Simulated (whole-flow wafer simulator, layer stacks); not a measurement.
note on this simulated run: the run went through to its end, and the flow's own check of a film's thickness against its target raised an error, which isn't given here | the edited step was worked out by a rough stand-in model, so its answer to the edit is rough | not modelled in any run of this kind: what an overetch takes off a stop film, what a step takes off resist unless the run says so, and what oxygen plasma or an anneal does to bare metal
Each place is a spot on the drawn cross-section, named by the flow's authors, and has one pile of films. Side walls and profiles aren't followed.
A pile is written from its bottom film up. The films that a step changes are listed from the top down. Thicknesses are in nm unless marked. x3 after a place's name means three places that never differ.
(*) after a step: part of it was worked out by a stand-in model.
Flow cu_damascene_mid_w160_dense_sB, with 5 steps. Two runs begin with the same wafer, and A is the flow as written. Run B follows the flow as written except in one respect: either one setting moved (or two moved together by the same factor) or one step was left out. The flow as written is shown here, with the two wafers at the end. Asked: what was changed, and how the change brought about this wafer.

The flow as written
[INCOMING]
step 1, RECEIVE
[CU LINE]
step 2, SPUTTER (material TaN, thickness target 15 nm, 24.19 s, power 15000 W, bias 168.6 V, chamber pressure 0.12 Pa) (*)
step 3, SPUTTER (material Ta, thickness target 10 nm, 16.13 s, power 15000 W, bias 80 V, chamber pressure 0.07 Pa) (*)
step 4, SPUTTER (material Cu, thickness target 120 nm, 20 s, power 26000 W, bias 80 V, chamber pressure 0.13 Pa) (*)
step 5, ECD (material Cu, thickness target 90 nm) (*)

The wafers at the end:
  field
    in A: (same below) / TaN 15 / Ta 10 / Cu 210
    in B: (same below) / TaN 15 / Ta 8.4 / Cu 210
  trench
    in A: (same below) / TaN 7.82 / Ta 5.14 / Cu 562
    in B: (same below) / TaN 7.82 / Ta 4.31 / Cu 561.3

Cause: step 3, SPUTTER: thickness target 8.4 nm was run, though the flow has thickness target 10 nm; step 3, SPUTTER: 13.47 s was run, where the flow has 16.13 s.
The wafer itself shows it: field has Ta 8.4, and step 3 as written asks for 10 nm.

The path from the change to this, step by step:
  step 3, SPUTTER (material Ta, thickness target 10 nm, 16.13 s, power 15000 W, bias 80 V, chamber pressure 0.07 Pa) (*)
      field: A Ta gains 10 (new film) | B Ta gains 8.4 (new film)
      trench: A Ta gains 5.14 (new film) | B Ta gains 4.31 (new film)
